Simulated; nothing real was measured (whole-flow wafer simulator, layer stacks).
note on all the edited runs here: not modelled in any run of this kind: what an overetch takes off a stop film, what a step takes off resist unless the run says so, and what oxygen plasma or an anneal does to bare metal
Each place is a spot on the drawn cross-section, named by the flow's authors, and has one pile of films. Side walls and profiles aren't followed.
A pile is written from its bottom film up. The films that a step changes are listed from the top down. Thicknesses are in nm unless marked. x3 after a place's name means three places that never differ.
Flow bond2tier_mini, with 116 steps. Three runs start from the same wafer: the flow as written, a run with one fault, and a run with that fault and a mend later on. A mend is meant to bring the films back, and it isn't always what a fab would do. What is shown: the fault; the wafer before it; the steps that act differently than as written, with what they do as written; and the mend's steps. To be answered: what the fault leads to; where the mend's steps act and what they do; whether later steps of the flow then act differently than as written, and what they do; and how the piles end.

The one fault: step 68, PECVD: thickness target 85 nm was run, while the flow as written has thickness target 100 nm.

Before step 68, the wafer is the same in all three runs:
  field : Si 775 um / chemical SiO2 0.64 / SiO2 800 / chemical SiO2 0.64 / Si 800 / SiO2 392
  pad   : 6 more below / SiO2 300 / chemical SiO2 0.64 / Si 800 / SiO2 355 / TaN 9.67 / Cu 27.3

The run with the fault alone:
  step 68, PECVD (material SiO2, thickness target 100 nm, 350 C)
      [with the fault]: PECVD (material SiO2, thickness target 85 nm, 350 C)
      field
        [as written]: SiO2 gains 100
        [with the fault]: SiO2 gains 85
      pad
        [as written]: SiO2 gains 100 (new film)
        [with the fault]: SiO2 gains 85 (new film)
  Later steps of the flow acting differently than as written (2 more steps, not shown, differ only slightly: by at most 2% or 0.5 nm, whichever is larger):
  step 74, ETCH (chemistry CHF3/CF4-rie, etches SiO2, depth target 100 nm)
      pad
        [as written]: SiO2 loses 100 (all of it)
        [with the fault]: SiO2 loses 85 (all of it), Cu loses 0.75
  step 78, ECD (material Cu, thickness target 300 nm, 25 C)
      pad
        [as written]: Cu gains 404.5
        [with the fault]: Cu gains 389.6
  The piles end different from the flow's at pad by more than 2% or 0.5 nm, whichever is larger.
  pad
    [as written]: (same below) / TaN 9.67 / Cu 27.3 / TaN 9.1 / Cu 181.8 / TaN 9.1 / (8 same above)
    [with the fault]: (same below) / TaN 9.67 / Cu 26.6 / TaN 9.27 / Cu 167.4 / TaN 9.1 / (8 same above)

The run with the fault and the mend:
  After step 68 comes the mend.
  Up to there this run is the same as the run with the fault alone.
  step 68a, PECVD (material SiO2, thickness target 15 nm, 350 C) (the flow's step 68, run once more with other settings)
      field, pad
        SiO2 gains 15
  None of the later steps of the flow acts differently than as written at any place that is followed.
  By the end, the piles equal the flow's at every place that both follow.
